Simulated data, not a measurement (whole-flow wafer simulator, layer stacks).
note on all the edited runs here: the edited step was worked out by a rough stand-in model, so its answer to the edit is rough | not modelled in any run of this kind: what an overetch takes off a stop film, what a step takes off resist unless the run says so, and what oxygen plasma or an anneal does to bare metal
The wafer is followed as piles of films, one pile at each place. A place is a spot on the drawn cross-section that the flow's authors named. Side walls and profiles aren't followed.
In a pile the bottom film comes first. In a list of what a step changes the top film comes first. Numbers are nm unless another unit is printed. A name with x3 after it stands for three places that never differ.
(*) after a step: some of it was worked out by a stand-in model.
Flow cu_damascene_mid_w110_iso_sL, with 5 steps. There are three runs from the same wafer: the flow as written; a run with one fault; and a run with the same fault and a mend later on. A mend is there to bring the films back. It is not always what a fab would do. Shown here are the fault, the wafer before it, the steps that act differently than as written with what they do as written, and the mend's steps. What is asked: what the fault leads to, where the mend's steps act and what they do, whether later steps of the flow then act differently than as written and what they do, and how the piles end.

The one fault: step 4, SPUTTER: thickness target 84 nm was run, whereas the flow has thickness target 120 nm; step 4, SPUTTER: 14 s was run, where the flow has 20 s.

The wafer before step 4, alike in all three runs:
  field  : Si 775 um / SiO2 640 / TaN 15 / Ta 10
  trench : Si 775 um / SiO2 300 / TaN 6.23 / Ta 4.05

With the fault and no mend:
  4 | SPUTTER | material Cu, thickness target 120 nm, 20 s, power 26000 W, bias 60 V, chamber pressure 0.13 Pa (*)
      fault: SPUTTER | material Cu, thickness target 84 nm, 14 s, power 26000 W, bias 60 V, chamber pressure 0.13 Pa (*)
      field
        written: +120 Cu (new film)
        fault: +84 Cu (new film)
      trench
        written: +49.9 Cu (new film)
        fault: +35 Cu (new film)
  Steps further on in the flow that do not act as written:
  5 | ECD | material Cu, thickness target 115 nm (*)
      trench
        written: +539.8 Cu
        fault: +518.8 Cu
  By the end, the piles at field, trench depart from the flow's by more than 2% or 0.5 nm, whichever is larger.
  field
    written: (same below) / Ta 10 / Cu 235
    fault: (same below) / Ta 10 / Cu 199
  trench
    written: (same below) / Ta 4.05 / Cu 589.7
    fault: (same below) / Ta 4.05 / Cu 553.7

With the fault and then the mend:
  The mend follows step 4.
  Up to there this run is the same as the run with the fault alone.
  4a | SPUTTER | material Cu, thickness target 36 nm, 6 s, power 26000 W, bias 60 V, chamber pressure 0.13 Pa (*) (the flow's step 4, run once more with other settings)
      field
        +36 Cu
      trench
        +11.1 Cu
  Later steps of the flow that are run all act as written at every place that is followed, up to a difference of at most 2% or 0.5 nm, whichever is larger.
  The piles end the same as the flow's at every place that both follow.
